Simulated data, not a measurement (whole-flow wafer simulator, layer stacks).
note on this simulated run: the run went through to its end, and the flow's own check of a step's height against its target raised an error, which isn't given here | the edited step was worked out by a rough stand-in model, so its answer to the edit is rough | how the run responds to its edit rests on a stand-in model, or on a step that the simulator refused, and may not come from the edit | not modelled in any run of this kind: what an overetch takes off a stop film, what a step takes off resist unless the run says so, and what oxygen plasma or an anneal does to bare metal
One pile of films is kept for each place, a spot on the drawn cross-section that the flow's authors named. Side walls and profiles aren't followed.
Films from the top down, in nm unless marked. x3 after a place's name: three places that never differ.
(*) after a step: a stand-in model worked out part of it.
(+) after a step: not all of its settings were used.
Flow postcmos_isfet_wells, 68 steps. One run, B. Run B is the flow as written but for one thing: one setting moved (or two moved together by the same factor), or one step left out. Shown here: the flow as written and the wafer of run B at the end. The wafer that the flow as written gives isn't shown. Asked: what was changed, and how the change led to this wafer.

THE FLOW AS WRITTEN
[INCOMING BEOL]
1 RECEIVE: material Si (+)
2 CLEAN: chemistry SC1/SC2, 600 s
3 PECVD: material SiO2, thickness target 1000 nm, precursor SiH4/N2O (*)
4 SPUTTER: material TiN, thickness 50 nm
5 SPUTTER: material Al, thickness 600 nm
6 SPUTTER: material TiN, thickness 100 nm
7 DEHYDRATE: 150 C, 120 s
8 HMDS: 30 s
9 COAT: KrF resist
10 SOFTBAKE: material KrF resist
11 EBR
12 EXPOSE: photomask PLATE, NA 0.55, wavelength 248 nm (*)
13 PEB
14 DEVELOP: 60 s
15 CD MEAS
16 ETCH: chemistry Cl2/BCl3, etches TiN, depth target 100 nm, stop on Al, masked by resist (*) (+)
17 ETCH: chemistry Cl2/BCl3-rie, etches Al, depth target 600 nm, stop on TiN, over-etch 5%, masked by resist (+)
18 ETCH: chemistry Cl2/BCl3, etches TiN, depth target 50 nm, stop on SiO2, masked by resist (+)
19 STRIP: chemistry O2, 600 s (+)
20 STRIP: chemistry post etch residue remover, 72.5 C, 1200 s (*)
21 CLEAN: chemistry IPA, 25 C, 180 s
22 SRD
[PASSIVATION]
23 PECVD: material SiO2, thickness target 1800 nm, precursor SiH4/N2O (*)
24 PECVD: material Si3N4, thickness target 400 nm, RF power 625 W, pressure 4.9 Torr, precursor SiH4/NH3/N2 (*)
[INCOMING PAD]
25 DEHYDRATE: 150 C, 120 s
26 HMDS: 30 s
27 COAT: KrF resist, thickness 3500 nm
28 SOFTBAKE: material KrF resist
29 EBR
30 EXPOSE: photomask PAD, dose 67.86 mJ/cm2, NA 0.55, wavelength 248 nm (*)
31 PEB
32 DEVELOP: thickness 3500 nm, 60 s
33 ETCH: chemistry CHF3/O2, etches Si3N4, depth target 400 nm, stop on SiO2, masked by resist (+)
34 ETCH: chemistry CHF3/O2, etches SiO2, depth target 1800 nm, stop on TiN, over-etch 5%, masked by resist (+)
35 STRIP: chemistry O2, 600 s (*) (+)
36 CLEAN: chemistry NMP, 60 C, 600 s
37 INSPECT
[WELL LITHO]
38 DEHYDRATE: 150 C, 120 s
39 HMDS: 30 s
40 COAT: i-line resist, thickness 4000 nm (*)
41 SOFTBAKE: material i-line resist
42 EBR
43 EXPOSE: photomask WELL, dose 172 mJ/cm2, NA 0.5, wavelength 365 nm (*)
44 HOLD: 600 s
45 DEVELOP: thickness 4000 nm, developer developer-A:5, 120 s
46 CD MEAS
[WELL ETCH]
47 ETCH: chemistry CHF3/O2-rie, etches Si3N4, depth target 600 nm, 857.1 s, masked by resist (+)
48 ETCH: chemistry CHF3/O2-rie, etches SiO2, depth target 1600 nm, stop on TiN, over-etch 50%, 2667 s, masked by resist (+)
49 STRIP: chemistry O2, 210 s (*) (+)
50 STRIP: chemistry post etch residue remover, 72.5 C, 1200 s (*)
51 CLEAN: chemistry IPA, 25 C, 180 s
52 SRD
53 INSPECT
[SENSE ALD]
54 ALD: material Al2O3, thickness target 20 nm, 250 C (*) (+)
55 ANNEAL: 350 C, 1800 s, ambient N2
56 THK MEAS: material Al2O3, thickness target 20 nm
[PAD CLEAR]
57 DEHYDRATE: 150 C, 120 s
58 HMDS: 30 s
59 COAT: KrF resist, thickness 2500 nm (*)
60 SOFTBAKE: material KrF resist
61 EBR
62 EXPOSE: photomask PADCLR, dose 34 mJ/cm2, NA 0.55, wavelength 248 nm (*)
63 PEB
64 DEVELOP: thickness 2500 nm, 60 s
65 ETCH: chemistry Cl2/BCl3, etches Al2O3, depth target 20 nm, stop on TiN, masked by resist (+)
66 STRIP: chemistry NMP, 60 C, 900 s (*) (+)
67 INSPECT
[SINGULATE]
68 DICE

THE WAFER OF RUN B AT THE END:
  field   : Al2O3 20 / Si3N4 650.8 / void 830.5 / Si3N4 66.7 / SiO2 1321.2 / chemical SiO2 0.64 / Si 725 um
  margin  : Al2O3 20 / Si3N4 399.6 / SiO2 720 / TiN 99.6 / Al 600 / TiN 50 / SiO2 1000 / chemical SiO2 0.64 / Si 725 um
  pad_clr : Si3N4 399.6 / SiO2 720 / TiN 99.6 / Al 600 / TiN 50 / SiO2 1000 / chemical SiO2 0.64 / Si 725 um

The cause: step 23, PECVD: thickness target 720 nm was run, where the flow has thickness target 1800 nm.
It can be read off the wafer: margin has SiO2 720, and step 23 as written asks for 1800 nm.

How the change led to this, step by step:
  23 PECVD: material SiO2, thickness target 1800 nm, precursor SiH4/N2O (*)
      field: SiO2 +321.2 (as written it would be: SiO2 +1800 (new film), void +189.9 (new film), SiO2 +559.7)
      margin, well900, well1300 x3, pad_rim, pad_clr, pad_open: SiO2 +720 (new film) (as written it would be: SiO2 +1800 (new film))
  24 PECVD: material Si3N4, thickness target 400 nm, RF power 625 W, pressure 4.9 Torr, precursor SiH4/NH3/N2 (*)
      field: Si3N4 +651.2 (new film), void +830.5 (new film), Si3N4 +66.7 (new film) (as written it would be: Si3N4 +400 (new film))
  34 ETCH: chemistry CHF3/O2, etches SiO2, depth target 1800 nm, stop on TiN, over-etch 5%, masked by resist (+)
      field, margin, well900, well1300 x3, pad_rim, pad_clr: KrF resist -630 (as written it would be: KrF resist -1500)
      pad_open: SiO2 -720 (all of it) (as written it would be: SiO2 -1800 (all of it))
  35 STRIP: chemistry O2, 600 s (*) (+)
      field, margin, well900, well1300 x3, pad_rim, pad_clr: KrF resist -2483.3 (all of it) (as written it would be: KrF resist -1613.3 (all of it))
  40 COAT: i-line resist, thickness 4000 nm (*)
      pad_clr: i-line resist +3605.5 (new film) (as written it would be: i-line resist +3256.8 (new film))
      pad_open: i-line resist +4414.1 (new film) (as written it would be: i-line resist +4804.7 (new film))
  41 SOFTBAKE: material i-line resist
      pad_clr: i-line resist -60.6 (as written it would be: i-line resist -156.7)
      pad_open: i-line resist +62.4 (as written it would be: i-line resist +115.3)
  48 ETCH: chemistry CHF3/O2-rie, etches SiO2, depth target 1600 nm, stop on TiN, over-etch 50%, 2667 s, masked by resist (+)
      well900, well1300 x3: SiO2 -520 (all of it) (as written it would be: SiO2 -1600 (all of it))
  49 STRIP: chemistry O2, 210 s (*) (+)
      pad_clr: i-line resist -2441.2 (all of it) (as written it would be: i-line resist -1996.5 (all of it))
      pad_open: i-line resist -3372.9 (all of it) (as written it would be: i-line resist -3816.3 (all of it))
  59 COAT: KrF resist, thickness 2500 nm (*)
      field: KrF resist +1964.9 (new film) (as written it would be: KrF resist +1449 (new film))
      margin: KrF resist +1964.9 (new film) (as written it would be: KrF resist +1448.9 (new film))
      (and at 3 more places)
  60 SOFTBAKE: material KrF resist
      pad_clr: KrF resist -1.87 (as written it would be: KrF resist -3.77)
  63 PEB
      field, margin: KrF resist -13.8 (as written it would be: KrF resist -10.1)
      pad_rim: KrF resist -15.7 (as written it would be: KrF resist -13.9)
      (and at 2 more places)
  64 DEVELOP: thickness 2500 nm, 60 s
      pad_clr: KrF resist -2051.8 (all of it) (as written it would be: KrF resist -1676 (all of it))
      pad_open: KrF resist -2771.1 (all of it) (as written it would be: KrF resist -3045.1 (all of it))
  66 STRIP: chemistry NMP, 60 C, 900 s (*) (+)
      field: KrF resist -1912.4 (all of it) (as written it would be: KrF resist -1400.1 (all of it))
      margin: KrF resist -1912.3 (all of it) (as written it would be: KrF resist -1400.1 (all of it))
      (and at 1 more place)
